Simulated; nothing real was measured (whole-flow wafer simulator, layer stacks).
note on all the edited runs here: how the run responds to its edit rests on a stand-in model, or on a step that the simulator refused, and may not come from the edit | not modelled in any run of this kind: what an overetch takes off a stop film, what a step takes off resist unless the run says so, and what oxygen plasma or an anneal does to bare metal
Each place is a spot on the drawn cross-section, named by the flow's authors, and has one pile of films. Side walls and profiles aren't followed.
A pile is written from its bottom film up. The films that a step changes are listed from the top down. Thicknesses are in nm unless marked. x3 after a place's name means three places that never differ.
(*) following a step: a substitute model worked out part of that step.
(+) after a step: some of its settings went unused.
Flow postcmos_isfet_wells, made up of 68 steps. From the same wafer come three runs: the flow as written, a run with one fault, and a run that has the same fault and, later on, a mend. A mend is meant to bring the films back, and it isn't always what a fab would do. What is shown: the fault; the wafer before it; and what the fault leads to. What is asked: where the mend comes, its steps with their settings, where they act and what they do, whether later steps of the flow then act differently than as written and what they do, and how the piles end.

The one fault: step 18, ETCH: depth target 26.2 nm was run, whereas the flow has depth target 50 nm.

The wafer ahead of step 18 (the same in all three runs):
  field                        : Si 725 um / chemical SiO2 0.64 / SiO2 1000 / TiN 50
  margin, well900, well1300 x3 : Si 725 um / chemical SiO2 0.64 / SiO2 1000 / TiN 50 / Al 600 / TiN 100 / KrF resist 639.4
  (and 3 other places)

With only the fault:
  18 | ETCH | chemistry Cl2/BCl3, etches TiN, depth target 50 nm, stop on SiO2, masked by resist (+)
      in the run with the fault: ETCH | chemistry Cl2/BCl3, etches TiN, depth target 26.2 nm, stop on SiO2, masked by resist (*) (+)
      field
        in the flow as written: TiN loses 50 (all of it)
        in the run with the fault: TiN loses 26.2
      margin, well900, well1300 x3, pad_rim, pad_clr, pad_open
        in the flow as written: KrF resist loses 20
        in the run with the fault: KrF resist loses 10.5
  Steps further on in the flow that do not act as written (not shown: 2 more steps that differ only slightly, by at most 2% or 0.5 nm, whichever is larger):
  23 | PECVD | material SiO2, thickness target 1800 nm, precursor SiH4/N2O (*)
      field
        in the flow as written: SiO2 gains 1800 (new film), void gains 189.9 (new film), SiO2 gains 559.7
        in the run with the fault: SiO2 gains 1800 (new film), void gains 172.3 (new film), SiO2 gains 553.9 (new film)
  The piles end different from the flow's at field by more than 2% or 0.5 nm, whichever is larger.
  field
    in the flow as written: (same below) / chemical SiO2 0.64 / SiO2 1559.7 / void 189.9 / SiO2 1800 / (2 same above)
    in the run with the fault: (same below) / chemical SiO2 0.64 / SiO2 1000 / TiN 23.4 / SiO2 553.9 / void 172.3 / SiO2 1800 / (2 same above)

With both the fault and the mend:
  The mend stands after step 18.
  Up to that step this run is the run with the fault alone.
  18a | ETCH | chemistry Cl2/BCl3, etches TiN, depth target 23.8 nm, stop on SiO2, masked by resist (the flow's step 18 again, with other settings)
      margin, well900, well1300 x3, pad_rim, pad_clr, pad_open
        KrF resist loses 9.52
      field
        TiN loses 23.8 (all of it)
  None of the later steps of the flow acts differently than as written at any place that is followed.
  By the end, the piles equal the flow's at every place that both follow.
